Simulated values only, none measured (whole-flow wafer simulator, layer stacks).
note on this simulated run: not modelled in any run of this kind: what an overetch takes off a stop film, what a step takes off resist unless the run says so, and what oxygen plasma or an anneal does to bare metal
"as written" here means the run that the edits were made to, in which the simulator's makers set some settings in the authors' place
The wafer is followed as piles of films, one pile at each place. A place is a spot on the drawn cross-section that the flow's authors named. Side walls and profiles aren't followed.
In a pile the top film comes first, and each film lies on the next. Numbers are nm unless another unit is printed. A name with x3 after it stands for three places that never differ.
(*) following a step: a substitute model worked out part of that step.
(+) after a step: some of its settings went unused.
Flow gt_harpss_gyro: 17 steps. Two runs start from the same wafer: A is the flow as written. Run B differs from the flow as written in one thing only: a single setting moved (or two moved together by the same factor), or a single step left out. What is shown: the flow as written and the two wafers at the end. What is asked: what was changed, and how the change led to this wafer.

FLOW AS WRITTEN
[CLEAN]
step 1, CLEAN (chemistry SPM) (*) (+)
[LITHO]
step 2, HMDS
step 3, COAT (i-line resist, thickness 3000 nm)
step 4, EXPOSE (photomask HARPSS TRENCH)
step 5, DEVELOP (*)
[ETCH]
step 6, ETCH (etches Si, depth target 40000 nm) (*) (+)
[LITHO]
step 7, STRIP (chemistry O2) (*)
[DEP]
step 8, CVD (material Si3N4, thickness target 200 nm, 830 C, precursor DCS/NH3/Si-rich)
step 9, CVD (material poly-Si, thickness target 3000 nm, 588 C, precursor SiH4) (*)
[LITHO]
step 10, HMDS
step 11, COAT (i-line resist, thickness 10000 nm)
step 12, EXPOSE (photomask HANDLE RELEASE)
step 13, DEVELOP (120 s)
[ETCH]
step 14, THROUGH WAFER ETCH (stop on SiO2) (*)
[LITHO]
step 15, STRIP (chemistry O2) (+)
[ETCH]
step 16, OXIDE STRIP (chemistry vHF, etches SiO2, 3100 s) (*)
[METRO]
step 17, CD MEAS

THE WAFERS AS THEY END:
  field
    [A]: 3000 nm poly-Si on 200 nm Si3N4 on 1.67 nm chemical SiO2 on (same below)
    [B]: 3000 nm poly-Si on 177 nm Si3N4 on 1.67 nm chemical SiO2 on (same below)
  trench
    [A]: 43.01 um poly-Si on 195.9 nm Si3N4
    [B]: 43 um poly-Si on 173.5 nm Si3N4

The reason: step 8, CVD: thickness target 177 nm was run, though the flow has thickness target 200 nm.
The wafer lets one read it off: field has Si3N4 177, and step 8 as written asks for 200 nm.

Step by step, how the change led to this:
  step 8, CVD (material Si3N4, thickness target 200 nm, 830 C, precursor DCS/NH3/Si-rich)
      field: A Si3N4 gains 200 (new film) | B Si3N4 gains 177 (new film)
      trench: A Si3N4 gains 195.9 (new film) | B Si3N4 gains 173.5 (new film)
  step 9, CVD (material poly-Si, thickness target 3000 nm, 588 C, precursor SiH4) (*)
      trench: A poly-Si gains 43.01 um (new film) | B poly-Si gains 43 um (new film)
